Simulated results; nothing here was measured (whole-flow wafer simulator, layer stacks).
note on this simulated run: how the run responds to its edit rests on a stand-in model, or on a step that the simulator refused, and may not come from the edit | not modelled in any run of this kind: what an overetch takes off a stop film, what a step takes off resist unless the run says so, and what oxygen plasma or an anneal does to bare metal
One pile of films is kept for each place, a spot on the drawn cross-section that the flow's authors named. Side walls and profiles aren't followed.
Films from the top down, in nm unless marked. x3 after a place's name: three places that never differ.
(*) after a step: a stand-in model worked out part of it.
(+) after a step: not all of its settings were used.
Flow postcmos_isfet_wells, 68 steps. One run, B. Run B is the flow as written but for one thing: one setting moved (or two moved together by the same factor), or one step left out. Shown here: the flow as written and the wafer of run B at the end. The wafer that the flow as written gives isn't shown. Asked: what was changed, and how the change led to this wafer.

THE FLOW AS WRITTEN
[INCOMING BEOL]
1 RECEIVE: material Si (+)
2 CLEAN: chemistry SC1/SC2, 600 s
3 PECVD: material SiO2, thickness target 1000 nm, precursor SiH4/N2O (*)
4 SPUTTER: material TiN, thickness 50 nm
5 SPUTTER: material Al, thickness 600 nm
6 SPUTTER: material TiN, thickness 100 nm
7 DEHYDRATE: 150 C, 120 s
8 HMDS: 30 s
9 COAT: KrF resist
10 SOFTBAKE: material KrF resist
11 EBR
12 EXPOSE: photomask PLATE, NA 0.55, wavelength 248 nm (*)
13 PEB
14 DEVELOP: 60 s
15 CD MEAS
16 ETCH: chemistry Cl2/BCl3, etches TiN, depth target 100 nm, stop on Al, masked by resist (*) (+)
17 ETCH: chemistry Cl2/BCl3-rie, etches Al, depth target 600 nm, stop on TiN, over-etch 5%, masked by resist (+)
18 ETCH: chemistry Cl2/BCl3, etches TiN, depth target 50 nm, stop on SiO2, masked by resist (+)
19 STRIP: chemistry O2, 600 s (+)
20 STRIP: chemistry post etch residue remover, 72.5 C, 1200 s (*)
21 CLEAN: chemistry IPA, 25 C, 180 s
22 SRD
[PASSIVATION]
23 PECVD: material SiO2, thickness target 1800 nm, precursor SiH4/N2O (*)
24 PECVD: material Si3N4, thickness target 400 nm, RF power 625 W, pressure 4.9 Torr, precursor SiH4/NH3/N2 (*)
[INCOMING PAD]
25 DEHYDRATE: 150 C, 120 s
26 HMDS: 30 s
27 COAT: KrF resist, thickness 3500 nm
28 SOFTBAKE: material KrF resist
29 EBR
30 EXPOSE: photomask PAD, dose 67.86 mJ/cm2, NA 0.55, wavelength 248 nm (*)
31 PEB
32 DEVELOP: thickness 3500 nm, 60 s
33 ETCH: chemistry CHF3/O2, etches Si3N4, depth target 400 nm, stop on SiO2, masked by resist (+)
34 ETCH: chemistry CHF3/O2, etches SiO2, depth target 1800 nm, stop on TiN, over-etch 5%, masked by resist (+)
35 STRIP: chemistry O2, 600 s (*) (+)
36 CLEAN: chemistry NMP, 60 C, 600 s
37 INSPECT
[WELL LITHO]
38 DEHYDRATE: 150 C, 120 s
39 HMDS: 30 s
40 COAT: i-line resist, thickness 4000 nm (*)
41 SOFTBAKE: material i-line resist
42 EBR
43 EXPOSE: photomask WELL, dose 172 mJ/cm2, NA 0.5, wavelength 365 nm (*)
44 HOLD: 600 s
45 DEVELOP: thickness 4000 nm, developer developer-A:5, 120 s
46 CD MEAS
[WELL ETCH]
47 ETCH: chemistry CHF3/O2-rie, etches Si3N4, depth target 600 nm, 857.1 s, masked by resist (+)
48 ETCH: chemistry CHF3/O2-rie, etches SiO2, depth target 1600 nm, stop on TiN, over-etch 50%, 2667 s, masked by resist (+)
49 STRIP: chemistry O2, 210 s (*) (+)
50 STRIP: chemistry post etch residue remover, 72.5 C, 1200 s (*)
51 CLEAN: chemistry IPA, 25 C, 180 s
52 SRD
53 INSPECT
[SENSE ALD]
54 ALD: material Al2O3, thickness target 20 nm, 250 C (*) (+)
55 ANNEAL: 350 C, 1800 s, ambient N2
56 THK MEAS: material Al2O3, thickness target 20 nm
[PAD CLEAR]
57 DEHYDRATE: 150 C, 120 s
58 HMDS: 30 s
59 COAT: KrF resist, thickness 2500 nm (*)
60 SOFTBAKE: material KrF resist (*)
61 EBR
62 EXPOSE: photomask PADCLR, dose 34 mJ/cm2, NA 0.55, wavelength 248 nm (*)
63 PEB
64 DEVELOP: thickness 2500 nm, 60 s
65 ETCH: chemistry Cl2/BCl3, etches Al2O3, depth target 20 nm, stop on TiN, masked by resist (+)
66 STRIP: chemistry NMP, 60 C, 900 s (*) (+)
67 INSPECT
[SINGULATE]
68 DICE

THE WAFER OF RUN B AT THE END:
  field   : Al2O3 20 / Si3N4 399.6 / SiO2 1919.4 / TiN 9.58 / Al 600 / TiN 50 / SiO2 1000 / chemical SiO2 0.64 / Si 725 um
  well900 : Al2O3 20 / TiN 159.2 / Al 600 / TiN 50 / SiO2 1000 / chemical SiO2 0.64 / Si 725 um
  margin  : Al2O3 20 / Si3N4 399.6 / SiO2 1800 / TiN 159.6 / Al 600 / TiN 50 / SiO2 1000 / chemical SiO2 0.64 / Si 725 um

The cause: step 6, SPUTTER: thickness 160 nm was run, where the flow has thickness 100 nm.

How the change led to this, step by step:
  6 SPUTTER: material TiN, thickness 100 nm
      field, margin, well900 and 6 more: TiN +160 (new film) (as written it would be: TiN +100 (new film))
  16 ETCH: chemistry Cl2/BCl3, etches TiN, depth target 100 nm, stop on Al, masked by resist (*) (+)
      field: TiN -100 (as written it would be: TiN -100 (all of it))
  17 ETCH: chemistry Cl2/BCl3-rie, etches Al, depth target 600 nm, stop on TiN, over-etch 5%, masked by resist (+)
      field: nothing (as written it would be: Al -600 (all of it))
  18 ETCH: chemistry Cl2/BCl3, etches TiN, depth target 50 nm, stop on SiO2, masked by resist (+)
      field: TiN -50 (as written it would be: TiN -50 (all of it))
  23 PECVD: material SiO2, thickness target 1800 nm, precursor SiH4/N2O (*)
      field: SiO2 +1919.4 (new film) (as written it would be: SiO2 +1800 (new film), void +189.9 (new film), SiO2 +559.7)
Counting metal films that touch as one body, field has 1 body; the flow as written gives 0 bodies.
